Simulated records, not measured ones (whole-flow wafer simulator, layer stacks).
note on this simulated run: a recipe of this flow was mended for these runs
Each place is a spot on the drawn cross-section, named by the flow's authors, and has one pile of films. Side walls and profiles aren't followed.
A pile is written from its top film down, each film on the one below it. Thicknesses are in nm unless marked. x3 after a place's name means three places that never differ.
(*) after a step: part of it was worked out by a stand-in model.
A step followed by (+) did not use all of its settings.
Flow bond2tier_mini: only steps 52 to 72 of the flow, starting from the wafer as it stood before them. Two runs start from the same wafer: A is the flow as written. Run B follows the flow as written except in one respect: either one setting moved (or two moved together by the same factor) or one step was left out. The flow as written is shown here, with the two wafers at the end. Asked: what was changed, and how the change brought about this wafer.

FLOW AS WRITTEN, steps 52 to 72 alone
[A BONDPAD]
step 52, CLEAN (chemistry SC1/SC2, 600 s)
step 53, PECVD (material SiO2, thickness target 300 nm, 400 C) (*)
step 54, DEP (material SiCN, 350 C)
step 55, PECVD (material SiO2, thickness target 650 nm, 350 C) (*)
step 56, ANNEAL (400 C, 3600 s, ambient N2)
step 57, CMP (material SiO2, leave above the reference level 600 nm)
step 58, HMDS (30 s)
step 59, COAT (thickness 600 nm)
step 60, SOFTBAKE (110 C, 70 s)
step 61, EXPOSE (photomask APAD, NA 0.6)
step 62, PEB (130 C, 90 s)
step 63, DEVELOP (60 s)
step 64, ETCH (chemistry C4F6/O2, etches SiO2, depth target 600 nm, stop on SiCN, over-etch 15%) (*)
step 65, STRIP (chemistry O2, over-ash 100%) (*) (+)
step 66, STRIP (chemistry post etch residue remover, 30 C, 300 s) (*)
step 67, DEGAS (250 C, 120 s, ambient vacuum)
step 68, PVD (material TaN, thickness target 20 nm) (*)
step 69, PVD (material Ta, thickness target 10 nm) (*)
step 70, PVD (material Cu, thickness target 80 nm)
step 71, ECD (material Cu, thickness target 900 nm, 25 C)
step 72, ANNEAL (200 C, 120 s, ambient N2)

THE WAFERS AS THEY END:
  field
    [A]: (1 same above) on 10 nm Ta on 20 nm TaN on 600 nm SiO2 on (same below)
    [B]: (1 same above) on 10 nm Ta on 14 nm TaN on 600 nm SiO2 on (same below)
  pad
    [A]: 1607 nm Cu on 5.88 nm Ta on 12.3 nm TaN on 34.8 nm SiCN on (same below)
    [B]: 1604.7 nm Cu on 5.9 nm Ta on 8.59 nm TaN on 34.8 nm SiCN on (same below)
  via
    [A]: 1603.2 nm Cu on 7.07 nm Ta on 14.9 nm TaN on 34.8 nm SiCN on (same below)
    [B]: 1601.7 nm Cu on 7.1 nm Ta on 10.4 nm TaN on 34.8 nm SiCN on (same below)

The reason: step 68, PVD: thickness target 14 nm was run, while the flow as written has thickness target 20 nm.
The wafer lets one read it off: field has TaN 14, and step 68 as written asks for 20 nm.

How this came from the change, step by step:
  step 68, PVD (material TaN, thickness target 20 nm) (*)
      field: A +20 TaN (new film) | B +14 TaN (new film)
      pad: A +12.3 TaN (new film) | B +8.59 TaN (new film)
      (and at 1 other place as well)
